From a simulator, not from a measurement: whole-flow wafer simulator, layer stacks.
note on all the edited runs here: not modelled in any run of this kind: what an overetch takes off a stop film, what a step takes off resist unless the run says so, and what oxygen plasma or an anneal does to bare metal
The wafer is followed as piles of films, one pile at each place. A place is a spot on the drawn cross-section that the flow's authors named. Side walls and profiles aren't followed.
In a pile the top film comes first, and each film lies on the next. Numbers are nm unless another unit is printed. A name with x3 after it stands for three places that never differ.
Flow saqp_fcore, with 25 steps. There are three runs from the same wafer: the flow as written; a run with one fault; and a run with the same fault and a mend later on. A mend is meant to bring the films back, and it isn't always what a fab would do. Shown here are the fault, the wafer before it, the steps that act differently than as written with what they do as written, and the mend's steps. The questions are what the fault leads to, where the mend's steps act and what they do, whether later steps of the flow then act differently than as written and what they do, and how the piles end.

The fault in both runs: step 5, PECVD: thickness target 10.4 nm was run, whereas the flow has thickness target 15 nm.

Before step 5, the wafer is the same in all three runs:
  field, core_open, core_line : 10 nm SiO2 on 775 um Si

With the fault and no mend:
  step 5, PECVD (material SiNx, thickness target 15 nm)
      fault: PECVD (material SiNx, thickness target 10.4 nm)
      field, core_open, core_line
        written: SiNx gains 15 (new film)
        fault: SiNx gains 10.4 (new film)
  Later steps of the flow that are run all act as written at every place that is followed.
  The piles end different from the flow's at field, core_open, core_line by more than 2% or 0.5 nm, whichever is larger.
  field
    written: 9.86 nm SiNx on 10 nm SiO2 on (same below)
    fault: 5.26 nm SiNx on 10 nm SiO2 on (same below)
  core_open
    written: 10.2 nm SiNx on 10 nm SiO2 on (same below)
    fault: 5.58 nm SiNx on 10 nm SiO2 on (same below)
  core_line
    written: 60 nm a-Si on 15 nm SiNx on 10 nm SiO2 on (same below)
    fault: 60 nm a-Si on 10.4 nm SiNx on 10 nm SiO2 on (same below)

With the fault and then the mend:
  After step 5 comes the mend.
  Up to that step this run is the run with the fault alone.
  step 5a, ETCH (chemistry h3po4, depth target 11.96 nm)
      field, core_open, core_line
        SiNx loses 10.4 (all of it)
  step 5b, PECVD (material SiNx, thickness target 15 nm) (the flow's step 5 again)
      field, core_open, core_line
        SiNx gains 15 (new film)
  Later steps of the flow that are run all act as written at every place that is followed.
  By the end, the piles equal the flow's at every place that both follow.
